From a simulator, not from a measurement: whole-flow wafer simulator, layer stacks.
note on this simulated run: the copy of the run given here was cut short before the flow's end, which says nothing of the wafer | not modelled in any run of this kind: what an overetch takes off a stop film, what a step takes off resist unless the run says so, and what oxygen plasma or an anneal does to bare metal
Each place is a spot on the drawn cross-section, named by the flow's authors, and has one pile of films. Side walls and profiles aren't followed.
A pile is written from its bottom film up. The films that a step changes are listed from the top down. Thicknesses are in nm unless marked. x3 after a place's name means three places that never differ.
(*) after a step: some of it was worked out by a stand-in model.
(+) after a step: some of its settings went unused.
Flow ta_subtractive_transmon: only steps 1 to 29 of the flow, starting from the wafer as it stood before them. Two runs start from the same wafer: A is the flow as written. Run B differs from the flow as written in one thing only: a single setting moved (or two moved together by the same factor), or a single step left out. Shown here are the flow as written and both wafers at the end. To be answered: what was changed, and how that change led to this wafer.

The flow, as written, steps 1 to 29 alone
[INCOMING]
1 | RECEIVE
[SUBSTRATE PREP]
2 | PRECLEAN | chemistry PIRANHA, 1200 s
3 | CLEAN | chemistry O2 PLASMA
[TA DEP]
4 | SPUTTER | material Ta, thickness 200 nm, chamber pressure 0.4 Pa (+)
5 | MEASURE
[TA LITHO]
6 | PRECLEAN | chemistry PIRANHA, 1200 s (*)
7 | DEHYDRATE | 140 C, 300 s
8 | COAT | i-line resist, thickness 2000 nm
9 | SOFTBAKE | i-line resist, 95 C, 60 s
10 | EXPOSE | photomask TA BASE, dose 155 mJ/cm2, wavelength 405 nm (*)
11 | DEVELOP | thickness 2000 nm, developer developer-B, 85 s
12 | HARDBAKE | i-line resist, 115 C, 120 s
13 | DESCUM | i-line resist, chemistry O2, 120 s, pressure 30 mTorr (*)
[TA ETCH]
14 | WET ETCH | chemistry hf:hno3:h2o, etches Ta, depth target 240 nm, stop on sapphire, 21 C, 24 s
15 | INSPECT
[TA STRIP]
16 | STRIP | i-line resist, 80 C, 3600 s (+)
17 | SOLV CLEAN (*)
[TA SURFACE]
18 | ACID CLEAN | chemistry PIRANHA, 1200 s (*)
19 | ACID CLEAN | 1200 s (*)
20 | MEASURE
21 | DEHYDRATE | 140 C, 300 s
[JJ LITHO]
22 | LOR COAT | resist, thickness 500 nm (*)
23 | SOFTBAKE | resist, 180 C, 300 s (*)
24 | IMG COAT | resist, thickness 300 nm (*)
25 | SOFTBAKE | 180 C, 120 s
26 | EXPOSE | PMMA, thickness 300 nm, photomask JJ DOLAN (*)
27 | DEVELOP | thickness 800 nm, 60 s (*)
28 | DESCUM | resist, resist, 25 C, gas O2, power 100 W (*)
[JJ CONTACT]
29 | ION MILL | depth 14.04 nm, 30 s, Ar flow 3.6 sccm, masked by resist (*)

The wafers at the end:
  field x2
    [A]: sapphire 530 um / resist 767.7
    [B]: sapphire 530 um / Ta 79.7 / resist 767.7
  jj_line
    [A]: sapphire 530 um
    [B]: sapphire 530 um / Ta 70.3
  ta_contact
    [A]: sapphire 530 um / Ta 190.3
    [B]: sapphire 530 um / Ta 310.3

The reason: step 4, SPUTTER: thickness 320 nm was run, whereas the flow has thickness 200 nm.

The path from the change to this, step by step:
  4 | SPUTTER | material Ta, thickness 200 nm, chamber pressure 0.4 Pa (+)
      field x2, jj_line, lead, ta_contact, ta_pad: A +200 Ta (new film) | B +320 Ta (new film)
  14 | WET ETCH | chemistry hf:hno3:h2o, etches Ta, depth target 240 nm, stop on sapphire, 21 C, 24 s
      field x2, jj_line, lead: A -200 Ta (all of it) | B -240 Ta
  22 | LOR COAT | resist, thickness 500 nm (*)
      ta_contact: A +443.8 resist (new film) | B +433.7 resist (new film)
  29 | ION MILL | depth 14.04 nm, 30 s, Ar flow 3.6 sccm, masked by resist (*)
      jj_line, lead: A -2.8 sapphire | B -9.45 Ta
With metal films that touch counted as one body, field x2 has 1 body; the flow as written gives 0 bodies.
With metal films that touch counted as one body, jj_line has 1 body; the flow as written gives 0 bodies.
